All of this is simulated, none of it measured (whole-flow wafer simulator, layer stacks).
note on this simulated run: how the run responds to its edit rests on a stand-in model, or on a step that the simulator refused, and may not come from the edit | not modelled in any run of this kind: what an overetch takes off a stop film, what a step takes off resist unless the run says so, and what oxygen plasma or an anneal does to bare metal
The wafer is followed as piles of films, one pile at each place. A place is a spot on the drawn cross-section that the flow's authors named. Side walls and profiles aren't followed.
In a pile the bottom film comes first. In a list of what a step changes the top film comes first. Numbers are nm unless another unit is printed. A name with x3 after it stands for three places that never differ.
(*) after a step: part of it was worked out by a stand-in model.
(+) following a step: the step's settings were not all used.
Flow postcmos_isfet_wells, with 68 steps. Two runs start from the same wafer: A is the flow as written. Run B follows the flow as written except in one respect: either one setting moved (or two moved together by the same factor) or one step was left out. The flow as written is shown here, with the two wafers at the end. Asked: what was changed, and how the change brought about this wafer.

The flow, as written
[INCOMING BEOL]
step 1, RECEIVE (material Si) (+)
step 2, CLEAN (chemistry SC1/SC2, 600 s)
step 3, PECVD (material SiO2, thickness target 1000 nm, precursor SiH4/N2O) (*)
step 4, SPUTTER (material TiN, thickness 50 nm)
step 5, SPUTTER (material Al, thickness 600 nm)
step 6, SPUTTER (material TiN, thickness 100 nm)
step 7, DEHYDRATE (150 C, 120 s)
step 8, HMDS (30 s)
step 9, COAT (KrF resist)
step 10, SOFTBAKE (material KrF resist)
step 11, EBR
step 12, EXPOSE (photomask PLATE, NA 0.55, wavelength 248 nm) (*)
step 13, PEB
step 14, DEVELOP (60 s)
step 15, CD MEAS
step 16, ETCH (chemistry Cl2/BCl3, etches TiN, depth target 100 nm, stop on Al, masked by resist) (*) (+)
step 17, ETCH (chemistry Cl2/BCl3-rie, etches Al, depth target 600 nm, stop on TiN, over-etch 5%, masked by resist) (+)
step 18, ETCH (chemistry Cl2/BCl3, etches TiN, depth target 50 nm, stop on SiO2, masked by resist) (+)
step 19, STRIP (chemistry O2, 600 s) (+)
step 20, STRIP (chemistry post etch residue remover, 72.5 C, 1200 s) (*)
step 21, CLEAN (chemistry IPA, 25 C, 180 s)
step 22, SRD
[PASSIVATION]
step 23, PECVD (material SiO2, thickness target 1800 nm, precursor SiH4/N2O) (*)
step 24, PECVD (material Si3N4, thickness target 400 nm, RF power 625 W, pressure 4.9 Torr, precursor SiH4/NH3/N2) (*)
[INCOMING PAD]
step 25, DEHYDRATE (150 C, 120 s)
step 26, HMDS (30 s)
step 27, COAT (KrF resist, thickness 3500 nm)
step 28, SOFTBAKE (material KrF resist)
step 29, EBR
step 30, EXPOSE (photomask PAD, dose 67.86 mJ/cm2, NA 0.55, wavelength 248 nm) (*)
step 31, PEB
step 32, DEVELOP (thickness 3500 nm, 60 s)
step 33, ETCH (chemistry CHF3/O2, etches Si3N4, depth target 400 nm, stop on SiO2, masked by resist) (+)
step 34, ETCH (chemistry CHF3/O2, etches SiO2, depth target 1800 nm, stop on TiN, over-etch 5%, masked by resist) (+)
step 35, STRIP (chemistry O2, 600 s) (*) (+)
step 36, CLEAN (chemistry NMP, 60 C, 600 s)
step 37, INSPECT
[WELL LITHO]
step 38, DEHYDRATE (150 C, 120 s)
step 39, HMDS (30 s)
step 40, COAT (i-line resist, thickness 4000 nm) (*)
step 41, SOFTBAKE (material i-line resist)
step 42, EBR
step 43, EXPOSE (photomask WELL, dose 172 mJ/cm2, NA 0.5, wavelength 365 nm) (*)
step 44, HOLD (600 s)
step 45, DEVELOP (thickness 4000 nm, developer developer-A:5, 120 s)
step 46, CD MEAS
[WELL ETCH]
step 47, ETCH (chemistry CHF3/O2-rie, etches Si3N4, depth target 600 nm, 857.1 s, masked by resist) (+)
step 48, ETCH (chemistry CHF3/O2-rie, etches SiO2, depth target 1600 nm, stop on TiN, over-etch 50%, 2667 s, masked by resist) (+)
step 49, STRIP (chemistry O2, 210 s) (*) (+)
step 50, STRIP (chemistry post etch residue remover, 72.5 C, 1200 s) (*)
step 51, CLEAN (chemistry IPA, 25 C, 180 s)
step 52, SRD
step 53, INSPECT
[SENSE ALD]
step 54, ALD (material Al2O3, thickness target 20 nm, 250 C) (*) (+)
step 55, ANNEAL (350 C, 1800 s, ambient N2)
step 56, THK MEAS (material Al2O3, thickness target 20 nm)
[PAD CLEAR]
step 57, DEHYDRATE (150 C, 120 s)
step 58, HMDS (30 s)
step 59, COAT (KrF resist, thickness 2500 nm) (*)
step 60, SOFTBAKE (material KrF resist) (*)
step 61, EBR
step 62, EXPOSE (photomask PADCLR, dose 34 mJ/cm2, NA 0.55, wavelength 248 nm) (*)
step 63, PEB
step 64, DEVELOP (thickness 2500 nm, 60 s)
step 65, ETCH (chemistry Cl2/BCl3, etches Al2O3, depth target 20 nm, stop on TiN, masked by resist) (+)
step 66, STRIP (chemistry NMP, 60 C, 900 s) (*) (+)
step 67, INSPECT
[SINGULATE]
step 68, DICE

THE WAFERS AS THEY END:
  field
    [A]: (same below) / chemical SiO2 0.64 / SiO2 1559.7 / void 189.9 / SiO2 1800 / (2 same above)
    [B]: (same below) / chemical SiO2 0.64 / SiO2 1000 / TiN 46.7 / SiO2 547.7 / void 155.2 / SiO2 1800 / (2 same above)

What caused this: step 17, ETCH: depth target 487.7 nm was run, while the flow as written has depth target 600 nm.

Step by step, how the change led to this:
  step 17, ETCH (chemistry Cl2/BCl3-rie, etches Al, depth target 600 nm, stop on TiN, over-etch 5%, masked by resist) (+)
      field: A -600 Al (all of it) | B -487.7 Al
      margin, well900, well1300, well2000, well3000, pad_rim, pad_clr, pad_open: A -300 KrF resist | B -243.9 KrF resist
  step 18, ETCH (chemistry Cl2/BCl3, etches TiN, depth target 50 nm, stop on SiO2, masked by resist) (+)
      field: A -50 TiN (all of it) | B -112.3 Al (all of it), -2.83 TiN
  step 19, STRIP (chemistry O2, 600 s) (+)
      margin, well900, well1300, well2000, well3000, pad_rim, pad_clr, pad_open: A -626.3 KrF resist (all of it) | B -682.4 KrF resist (all of it)
  step 23, PECVD (material SiO2, thickness target 1800 nm, precursor SiH4/N2O) (*)
      field: A +1800 SiO2 (new film), +189.9 void (new film), +559.7 SiO2 | B +1800 SiO2 (new film), +155.2 void (new film), +547.7 SiO2 (new film)
With metal films that touch counted as one body, field has 1 body; the flow as written gives 0 bodies.
